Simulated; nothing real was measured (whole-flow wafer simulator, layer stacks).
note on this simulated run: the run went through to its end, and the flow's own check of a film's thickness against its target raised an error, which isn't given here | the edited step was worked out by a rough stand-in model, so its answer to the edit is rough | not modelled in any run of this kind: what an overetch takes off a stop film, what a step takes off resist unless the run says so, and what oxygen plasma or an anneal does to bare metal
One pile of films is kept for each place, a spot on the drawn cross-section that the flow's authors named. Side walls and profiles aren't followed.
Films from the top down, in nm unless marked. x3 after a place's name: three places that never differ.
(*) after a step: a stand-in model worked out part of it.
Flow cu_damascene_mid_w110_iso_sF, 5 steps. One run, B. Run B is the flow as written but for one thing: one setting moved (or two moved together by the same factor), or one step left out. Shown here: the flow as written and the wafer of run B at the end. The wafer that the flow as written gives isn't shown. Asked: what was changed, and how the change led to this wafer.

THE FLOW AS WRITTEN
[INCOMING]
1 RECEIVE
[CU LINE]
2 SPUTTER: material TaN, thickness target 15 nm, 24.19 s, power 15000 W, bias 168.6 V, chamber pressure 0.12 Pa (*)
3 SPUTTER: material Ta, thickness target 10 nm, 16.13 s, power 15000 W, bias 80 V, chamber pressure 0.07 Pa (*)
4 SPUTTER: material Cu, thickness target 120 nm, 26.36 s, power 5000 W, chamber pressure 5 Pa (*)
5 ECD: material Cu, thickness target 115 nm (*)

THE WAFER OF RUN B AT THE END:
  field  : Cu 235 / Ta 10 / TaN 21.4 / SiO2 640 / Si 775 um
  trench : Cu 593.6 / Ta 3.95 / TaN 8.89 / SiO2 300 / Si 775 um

The cause: step 2, SPUTTER: thickness target 21.4 nm was run, where the flow has thickness target 15 nm; step 2, SPUTTER: 34.47 s was run, where the flow has 24.19 s.
It can be read off the wafer: field has TaN 21.4, and step 2 as written asks for 15 nm.

How the change led to this, step by step:
  2 SPUTTER: material TaN, thickness target 15 nm, 24.19 s, power 15000 W, bias 168.6 V, chamber pressure 0.12 Pa (*)
      field: TaN +21.4 (new film) (as written it would be: TaN +15 (new film))
      trench: TaN +8.89 (new film) (as written it would be: TaN +6.23 (new film))
  4 SPUTTER: material Cu, thickness target 120 nm, 26.36 s, power 5000 W, chamber pressure 5 Pa (*)
      trench: Cu +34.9 (new film) (as written it would be: Cu +35.7 (new film))
